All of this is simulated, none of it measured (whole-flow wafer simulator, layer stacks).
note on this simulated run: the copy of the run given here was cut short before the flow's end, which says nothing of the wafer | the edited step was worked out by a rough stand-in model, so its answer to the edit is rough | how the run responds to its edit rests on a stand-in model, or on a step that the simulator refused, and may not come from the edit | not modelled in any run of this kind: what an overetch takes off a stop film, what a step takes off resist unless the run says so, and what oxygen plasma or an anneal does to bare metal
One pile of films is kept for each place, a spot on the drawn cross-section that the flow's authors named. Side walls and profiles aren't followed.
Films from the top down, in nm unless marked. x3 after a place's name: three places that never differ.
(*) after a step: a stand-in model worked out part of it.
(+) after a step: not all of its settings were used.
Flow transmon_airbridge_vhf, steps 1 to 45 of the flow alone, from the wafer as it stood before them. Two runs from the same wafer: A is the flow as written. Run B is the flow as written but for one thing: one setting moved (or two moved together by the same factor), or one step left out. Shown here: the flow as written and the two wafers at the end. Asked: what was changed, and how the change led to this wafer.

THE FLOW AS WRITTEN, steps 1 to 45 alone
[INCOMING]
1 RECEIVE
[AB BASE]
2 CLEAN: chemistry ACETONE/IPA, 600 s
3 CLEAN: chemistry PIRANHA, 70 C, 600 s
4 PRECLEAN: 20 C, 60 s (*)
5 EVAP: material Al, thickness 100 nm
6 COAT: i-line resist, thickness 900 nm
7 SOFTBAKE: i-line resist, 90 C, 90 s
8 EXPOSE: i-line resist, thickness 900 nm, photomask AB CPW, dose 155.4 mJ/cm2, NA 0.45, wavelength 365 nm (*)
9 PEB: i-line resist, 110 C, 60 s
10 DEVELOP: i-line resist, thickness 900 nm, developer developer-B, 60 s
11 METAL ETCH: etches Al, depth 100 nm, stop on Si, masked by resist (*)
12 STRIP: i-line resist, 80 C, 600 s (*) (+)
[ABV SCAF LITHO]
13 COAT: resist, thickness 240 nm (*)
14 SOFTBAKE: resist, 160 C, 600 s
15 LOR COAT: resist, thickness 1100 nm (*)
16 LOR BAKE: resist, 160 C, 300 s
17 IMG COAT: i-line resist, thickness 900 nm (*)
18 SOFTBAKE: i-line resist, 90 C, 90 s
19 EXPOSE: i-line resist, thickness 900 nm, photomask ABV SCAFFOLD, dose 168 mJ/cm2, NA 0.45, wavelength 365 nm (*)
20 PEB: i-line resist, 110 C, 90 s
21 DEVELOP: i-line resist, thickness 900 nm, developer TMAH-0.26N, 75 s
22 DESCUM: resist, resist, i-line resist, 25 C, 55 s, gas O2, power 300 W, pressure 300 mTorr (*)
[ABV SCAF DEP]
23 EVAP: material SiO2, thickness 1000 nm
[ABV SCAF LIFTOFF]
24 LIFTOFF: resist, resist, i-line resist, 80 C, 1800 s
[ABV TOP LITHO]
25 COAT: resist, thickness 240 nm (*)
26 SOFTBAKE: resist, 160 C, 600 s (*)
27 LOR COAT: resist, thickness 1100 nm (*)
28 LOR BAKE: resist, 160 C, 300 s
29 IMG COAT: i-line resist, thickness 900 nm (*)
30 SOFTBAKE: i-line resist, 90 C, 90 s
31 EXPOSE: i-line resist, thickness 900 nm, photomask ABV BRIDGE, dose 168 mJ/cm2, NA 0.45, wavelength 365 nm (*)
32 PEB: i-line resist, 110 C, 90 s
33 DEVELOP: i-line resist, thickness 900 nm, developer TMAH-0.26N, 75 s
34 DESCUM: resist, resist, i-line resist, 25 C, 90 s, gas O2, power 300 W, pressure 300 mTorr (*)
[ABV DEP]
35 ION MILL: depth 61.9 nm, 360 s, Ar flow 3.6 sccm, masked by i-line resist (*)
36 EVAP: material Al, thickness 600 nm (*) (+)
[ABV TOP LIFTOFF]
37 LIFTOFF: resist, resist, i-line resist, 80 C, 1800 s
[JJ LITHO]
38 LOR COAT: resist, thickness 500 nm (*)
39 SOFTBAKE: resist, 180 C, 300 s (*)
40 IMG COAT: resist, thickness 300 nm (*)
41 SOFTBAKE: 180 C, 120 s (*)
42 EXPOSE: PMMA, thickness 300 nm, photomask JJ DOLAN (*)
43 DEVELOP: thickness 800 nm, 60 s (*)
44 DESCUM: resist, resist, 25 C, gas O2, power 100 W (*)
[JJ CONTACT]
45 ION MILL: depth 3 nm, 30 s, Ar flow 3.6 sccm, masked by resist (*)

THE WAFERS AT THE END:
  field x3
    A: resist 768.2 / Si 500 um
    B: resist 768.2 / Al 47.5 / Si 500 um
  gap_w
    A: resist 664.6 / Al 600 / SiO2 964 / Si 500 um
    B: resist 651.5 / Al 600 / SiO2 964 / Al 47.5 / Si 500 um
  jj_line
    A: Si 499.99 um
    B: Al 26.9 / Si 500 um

The cause: step 11, METAL ETCH: depth 52.5 nm was run, where the flow has depth 100 nm.

How the change led to this, step by step:
  11 METAL ETCH: etches Al, depth 100 nm, stop on Si, masked by resist (*)
      field x3, jj_line, gap_w, gap_e: A Al -100 (all of it) | B Al -52.5
      ground_far, pad_w, flank_w and 8 more: A i-line resist -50 | B i-line resist -26.2
  12 STRIP: i-line resist, 80 C, 600 s (*) (+)
      ground_far, pad_w, flank_w and 8 more: A i-line resist -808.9 (all of it) | B i-line resist -832.7 (all of it)
  13 COAT: resist, thickness 240 nm (*)
      flank_w, flank_e: A resist +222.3 (new film) | B resist +230.2 (new film)
      gap_w, gap_e: A resist +251.7 (new film) | B resist +246.4 (new film)
  22 DESCUM: resist, resist, i-line resist, 25 C, 55 s, gas O2, power 300 W, pressure 300 mTorr (*)
      flank_w, flank_e: A resist -222.3 (all of it) | B resist -230.2 (all of it)
      gap_w, gap_e: A resist -251.7 (all of it) | B resist -246.4 (all of it)
  25 COAT: resist, thickness 240 nm (*)
      flank_w, flank_e: A resist +152.6 (new film) | B resist +158.2 (new film)
      gap_w, gap_e: A resist +210.7 (new film) | B resist +205.6 (new film)
  34 DESCUM: resist, resist, i-line resist, 25 C, 90 s, gas O2, power 300 W, pressure 300 mTorr (*)
      flank_w, flank_e: A resist -152.6 (all of it) | B resist -158.2 (all of it)
      gap_w, gap_e: A resist -210.7 (all of it) | B resist -205.6 (all of it)
  40 IMG COAT: resist, thickness 300 nm (*)
      flank_w, flank_e: A resist +212.1 | B resist +219.4
  45 ION MILL: depth 3 nm, 30 s, Ar flow 3.6 sccm, masked by resist (*)
      jj_line: A Si -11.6 | B Al -20.6
Counting metal films that touch as one body, field x3 has 1 body; the flow as written gives 0 bodies.
Counting metal films that touch as one body, gap_w has 2 bodies (between them, from the top down: SiO2 964); the flow as written gives 1 body.
Counting metal films that touch as one body, jj_line has 1 body; the flow as written gives 0 bodies.
